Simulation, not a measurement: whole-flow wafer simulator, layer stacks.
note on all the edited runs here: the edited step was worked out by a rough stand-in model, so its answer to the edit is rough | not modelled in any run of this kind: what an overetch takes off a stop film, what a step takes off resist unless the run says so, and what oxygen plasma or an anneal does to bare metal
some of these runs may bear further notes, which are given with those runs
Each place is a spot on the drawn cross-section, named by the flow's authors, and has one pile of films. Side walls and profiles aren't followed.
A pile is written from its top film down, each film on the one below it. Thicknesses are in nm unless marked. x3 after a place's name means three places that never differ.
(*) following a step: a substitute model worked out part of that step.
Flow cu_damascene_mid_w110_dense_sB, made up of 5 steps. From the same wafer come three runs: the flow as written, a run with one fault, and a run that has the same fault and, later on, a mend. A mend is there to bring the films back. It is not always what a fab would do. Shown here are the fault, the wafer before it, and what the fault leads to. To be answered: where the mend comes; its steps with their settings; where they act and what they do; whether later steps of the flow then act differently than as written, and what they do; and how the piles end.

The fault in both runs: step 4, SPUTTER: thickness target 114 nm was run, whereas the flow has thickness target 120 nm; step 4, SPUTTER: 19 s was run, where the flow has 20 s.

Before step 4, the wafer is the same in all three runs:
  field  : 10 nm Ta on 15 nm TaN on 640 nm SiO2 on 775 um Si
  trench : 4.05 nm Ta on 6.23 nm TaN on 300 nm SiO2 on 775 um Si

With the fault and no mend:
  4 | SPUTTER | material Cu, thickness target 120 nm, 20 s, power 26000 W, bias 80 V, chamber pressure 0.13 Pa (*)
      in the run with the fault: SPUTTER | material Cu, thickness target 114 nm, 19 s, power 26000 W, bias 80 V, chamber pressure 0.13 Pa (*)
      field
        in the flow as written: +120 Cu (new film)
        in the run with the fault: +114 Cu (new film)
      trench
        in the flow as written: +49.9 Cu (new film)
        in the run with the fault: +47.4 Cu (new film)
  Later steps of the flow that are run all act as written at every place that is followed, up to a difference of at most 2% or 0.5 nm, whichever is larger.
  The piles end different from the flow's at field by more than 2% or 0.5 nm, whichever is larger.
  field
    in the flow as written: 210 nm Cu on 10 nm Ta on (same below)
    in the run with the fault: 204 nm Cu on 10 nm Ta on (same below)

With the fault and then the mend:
  The mend stands after step 4.
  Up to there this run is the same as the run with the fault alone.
  4a | SPUTTER | material Cu, thickness target 6 nm, 1 s, power 26000 W, bias 80 V, chamber pressure 0.13 Pa (*) (a further turn of the flow's step 4, with different settings)
      field
        +6 Cu
      trench
        +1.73 Cu
  Later steps of the flow that are run all act as written at every place that is followed, up to a difference of at most 2% or 0.5 nm, whichever is larger.
  The piles end the same as the flow's at every place that both follow.
